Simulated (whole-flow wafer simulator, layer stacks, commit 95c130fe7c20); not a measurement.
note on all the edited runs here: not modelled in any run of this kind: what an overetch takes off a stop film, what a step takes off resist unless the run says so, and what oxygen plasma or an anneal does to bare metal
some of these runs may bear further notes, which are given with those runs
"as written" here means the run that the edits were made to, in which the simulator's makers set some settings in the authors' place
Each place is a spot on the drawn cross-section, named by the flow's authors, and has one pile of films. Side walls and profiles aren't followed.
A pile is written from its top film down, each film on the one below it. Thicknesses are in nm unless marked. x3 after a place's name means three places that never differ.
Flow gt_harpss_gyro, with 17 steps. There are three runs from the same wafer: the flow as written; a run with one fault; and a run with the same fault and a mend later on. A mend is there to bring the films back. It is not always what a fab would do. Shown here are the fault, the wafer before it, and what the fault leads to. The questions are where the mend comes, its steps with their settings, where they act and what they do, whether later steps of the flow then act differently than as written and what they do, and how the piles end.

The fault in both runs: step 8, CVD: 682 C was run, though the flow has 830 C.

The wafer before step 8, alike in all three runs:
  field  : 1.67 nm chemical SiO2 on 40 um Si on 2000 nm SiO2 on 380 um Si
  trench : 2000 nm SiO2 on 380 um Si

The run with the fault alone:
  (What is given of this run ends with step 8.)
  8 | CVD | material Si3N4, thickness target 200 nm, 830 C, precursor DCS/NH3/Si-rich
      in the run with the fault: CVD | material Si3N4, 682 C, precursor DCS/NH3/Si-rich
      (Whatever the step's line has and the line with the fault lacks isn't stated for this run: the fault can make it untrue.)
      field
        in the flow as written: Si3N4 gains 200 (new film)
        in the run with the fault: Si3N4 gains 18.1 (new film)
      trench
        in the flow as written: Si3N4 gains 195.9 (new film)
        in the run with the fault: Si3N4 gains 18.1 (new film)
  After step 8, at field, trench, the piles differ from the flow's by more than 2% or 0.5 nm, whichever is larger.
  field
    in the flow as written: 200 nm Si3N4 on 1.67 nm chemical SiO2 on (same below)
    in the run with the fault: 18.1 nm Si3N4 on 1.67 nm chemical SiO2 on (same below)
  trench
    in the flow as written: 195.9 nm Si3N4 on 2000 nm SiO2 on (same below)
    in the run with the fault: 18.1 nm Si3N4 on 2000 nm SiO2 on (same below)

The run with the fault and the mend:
  The mend follows step 8.
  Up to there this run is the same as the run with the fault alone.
  8a | CVD | material Si3N4, thickness target 181.7 nm, 830 C, precursor DCS/NH3/Si-rich (a further turn of the flow's step 8, with different settings)
      field
        Si3N4 gains 181.7
      trench
        Si3N4 gains 177.9
  None of the later steps of the flow acts differently than as written at any place that is followed.
  At the end the piles are close to the flow's at the places that both follow, differing by at most 2% or 0.5 nm, whichever is larger.
